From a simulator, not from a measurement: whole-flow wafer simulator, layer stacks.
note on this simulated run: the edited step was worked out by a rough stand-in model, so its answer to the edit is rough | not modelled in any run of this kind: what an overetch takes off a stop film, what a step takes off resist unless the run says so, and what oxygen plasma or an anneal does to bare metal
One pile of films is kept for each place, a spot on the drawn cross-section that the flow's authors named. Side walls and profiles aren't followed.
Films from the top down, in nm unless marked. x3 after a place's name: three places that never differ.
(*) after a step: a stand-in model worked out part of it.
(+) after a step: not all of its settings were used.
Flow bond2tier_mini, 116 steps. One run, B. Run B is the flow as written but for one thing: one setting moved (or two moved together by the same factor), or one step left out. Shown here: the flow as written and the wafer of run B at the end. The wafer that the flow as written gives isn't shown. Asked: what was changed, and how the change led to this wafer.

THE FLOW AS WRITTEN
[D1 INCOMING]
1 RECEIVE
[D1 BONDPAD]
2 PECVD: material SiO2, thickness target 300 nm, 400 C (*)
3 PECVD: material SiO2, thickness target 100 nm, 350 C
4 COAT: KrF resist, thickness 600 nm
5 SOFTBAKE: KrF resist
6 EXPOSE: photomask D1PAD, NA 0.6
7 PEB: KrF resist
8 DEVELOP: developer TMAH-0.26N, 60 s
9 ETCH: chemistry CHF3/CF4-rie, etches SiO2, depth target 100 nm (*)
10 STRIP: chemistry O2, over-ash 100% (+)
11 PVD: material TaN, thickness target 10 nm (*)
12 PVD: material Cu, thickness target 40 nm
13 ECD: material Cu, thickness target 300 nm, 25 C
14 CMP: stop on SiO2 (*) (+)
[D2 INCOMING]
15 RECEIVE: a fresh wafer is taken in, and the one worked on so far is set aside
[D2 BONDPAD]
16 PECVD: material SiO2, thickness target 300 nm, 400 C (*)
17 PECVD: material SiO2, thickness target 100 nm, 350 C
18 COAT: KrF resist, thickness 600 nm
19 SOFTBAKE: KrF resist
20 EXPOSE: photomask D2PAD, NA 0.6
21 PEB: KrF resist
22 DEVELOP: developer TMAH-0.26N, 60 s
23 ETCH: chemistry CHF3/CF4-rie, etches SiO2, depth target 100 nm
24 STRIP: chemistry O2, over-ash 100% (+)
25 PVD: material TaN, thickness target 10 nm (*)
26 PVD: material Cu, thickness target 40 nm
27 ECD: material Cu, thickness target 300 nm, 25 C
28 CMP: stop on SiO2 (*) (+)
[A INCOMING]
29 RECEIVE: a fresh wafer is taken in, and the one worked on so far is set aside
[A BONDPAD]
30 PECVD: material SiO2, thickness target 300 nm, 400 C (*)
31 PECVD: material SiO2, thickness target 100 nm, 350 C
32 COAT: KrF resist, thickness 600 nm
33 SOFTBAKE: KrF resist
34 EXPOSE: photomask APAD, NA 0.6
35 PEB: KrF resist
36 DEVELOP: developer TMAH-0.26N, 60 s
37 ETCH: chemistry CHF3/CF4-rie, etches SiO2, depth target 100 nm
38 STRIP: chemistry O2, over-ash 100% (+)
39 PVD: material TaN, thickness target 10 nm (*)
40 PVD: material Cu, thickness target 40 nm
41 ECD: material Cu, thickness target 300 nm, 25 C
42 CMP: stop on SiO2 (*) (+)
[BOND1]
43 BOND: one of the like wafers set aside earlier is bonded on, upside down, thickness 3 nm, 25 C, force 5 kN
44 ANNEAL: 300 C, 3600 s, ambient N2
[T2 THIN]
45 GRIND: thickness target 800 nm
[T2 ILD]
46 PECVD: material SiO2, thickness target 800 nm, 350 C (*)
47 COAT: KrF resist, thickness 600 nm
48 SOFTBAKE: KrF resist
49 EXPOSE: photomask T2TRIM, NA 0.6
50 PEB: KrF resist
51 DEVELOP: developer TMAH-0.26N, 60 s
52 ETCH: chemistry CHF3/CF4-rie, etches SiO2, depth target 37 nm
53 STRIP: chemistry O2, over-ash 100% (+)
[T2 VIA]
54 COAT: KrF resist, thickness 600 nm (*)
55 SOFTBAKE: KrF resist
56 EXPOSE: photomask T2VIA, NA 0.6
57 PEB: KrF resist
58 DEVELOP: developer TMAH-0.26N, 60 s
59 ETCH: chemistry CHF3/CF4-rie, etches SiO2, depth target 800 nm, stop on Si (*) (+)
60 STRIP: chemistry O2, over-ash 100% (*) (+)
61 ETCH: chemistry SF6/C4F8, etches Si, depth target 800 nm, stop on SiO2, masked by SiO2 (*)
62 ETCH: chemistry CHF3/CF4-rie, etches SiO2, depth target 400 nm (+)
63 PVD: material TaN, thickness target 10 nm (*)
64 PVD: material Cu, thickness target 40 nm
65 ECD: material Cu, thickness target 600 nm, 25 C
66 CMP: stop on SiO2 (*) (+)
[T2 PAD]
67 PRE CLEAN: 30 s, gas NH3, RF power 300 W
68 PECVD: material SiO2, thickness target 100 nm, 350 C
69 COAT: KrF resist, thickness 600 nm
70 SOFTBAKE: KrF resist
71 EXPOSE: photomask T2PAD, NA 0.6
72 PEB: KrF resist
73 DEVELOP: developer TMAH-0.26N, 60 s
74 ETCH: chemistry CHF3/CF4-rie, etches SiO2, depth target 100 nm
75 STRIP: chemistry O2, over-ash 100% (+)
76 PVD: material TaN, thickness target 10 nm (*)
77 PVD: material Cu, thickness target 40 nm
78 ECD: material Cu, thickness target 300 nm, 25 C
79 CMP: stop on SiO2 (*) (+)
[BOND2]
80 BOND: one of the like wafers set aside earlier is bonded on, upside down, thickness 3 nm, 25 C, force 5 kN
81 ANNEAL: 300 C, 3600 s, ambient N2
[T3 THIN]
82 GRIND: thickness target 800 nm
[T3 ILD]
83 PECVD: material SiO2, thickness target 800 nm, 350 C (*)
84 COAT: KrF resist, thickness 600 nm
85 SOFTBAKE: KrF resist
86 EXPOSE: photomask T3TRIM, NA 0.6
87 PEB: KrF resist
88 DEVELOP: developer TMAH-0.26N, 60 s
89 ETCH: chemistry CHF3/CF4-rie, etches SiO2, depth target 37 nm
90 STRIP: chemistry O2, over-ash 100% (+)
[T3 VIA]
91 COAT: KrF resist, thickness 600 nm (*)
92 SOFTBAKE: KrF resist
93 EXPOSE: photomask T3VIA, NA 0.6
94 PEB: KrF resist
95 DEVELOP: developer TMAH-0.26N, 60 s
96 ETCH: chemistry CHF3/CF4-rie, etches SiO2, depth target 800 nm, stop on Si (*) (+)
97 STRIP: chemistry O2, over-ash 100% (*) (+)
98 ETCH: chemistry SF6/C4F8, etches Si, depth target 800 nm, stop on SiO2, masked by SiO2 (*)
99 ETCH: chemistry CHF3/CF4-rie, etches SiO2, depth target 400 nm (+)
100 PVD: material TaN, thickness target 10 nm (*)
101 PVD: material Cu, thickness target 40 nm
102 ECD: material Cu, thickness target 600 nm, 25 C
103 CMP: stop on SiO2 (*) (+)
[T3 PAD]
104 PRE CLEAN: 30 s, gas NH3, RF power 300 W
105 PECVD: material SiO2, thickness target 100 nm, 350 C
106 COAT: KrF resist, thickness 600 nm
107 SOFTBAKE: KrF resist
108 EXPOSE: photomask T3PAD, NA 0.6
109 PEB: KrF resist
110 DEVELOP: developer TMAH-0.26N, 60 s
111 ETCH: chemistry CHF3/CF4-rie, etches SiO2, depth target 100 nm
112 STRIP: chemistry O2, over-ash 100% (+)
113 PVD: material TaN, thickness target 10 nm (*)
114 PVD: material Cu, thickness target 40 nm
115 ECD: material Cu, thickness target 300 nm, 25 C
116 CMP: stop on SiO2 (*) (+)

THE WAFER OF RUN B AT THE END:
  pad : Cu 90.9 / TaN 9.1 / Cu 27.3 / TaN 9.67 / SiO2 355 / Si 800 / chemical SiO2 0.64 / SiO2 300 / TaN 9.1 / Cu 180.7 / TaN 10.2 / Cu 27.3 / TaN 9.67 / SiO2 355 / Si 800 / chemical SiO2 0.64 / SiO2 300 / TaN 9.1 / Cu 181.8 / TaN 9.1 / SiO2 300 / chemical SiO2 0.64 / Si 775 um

The cause: step 76, PVD: thickness target 11.2 nm was run, where the flow has thickness target 10 nm.

How the change led to this, step by step:
  76 PVD: material TaN, thickness target 10 nm (*)
      field: TaN +11.2 (new film) (as written it would be: TaN +10 (new film))
      pad: TaN +10.2 (new film) (as written it would be: TaN +9.1 (new film))
  79 CMP: stop on SiO2 (*) (+)
      field: Cu -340 (all of it), TaN -11.2 (all of it) (as written it would be: Cu -340 (all of it), TaN -10 (all of it))
